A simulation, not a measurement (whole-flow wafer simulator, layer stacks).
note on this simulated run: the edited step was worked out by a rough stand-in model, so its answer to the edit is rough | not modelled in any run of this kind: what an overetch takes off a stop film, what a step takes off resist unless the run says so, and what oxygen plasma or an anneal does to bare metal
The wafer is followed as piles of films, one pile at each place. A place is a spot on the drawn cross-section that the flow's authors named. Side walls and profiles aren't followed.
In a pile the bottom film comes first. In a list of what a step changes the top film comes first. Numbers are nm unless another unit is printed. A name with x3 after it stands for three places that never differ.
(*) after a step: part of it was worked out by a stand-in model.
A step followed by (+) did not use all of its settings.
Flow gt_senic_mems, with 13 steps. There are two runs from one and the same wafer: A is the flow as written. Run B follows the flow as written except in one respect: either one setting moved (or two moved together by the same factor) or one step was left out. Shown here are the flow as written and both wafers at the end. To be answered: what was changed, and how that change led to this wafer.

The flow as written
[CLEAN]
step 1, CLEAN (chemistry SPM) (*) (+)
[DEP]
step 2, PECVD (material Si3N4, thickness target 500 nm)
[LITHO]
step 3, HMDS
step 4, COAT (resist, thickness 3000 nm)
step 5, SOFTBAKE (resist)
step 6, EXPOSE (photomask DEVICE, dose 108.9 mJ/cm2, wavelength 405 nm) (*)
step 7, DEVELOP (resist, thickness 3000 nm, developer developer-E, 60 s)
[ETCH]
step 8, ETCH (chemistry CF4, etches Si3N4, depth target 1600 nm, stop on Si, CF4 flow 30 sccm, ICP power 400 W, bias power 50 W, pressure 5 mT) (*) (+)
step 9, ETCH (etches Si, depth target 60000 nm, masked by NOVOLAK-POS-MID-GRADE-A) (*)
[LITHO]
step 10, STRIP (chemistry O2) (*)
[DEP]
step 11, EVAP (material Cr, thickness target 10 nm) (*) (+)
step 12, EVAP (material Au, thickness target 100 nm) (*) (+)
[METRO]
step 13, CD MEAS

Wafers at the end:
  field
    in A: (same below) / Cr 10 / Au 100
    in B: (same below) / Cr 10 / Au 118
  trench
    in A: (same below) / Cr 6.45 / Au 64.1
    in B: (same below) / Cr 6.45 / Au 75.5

The reason: step 12, EVAP: thickness target 118 nm was run, while the flow as written has thickness target 100 nm.
One can read it off the wafer: field has Au 118, and step 12 as written asks for 100 nm.

The path from the change to this, step by step:
  step 12, EVAP (material Au, thickness target 100 nm) (*) (+)
      field: A Au gains 100 (new film) | B Au gains 118 (new film)
      trench: A Au gains 64.1 (new film) | B Au gains 75.5 (new film)
